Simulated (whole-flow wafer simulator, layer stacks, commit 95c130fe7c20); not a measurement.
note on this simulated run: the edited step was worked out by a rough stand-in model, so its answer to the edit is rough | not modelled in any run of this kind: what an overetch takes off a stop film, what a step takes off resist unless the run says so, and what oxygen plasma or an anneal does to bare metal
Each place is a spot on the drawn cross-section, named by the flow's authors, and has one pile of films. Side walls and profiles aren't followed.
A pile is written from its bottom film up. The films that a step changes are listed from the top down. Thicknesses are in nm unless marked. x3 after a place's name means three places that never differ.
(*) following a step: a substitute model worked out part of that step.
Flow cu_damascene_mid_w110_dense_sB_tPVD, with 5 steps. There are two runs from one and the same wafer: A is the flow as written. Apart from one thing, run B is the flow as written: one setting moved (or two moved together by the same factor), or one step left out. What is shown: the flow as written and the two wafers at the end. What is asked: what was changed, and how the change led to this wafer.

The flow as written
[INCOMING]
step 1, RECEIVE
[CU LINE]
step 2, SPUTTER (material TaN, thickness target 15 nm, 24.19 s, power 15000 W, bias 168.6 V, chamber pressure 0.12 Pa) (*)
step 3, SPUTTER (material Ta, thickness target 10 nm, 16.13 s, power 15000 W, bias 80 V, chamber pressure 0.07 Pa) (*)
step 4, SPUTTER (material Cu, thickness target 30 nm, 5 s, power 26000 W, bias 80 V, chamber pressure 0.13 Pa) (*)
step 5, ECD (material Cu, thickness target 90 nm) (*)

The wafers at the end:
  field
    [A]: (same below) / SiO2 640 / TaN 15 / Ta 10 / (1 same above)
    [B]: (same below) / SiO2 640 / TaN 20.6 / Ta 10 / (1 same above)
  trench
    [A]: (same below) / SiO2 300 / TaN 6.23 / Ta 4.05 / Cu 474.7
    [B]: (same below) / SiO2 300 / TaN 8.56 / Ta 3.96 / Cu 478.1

What caused this: step 2, SPUTTER: thickness target 20.6 nm was run, though the flow has thickness target 15 nm; step 2, SPUTTER: 33.26 s was run, where the flow has 24.19 s.
The wafer lets one read it off: field has TaN 20.6, and step 2 as written asks for 15 nm.

Step by step, how the change led to this:
  step 2, SPUTTER (material TaN, thickness target 15 nm, 24.19 s, power 15000 W, bias 168.6 V, chamber pressure 0.12 Pa) (*)
      field: A TaN gains 15 (new film) | B TaN gains 20.6 (new film)
      trench: A TaN gains 6.23 (new film) | B TaN gains 8.56 (new film)
